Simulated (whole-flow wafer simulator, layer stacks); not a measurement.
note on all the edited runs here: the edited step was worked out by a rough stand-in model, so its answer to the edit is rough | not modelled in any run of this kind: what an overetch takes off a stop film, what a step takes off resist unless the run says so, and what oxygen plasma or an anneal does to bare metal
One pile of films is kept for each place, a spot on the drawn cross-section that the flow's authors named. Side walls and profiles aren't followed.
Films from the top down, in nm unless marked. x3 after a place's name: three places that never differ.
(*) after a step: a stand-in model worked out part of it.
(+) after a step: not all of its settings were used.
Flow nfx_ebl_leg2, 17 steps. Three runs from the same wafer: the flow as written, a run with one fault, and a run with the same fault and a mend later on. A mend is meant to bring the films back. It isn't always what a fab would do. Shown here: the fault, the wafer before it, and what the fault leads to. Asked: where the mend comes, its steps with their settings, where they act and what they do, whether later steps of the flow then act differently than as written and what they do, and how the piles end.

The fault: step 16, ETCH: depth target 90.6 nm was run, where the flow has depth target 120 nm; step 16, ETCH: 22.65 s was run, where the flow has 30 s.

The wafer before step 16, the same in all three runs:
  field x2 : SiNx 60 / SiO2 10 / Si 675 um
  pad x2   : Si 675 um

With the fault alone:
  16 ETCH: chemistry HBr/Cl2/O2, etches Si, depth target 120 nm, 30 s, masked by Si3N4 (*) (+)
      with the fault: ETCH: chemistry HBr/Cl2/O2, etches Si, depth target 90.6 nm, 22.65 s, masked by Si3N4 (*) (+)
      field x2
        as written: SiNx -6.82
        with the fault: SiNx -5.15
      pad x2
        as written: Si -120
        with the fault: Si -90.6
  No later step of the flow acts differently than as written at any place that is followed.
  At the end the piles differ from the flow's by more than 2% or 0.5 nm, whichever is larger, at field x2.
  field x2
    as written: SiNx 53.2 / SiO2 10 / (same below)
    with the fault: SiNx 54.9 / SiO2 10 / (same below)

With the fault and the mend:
  The mend comes after step 17.
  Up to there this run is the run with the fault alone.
  17a ETCH: chemistry HBr/Cl2/O2, etches Si, depth target 29.4 nm, 7.35 s, masked by Si3N4 (*) (+) (the flow's step 16 once more, with other settings)
      field x2
        SiNx -1.67
      pad x2
        Si -29.4
  No later step of the flow acts differently than as written at any place that is followed.
  At the end the piles are the same as the flow's at every place that both follow.
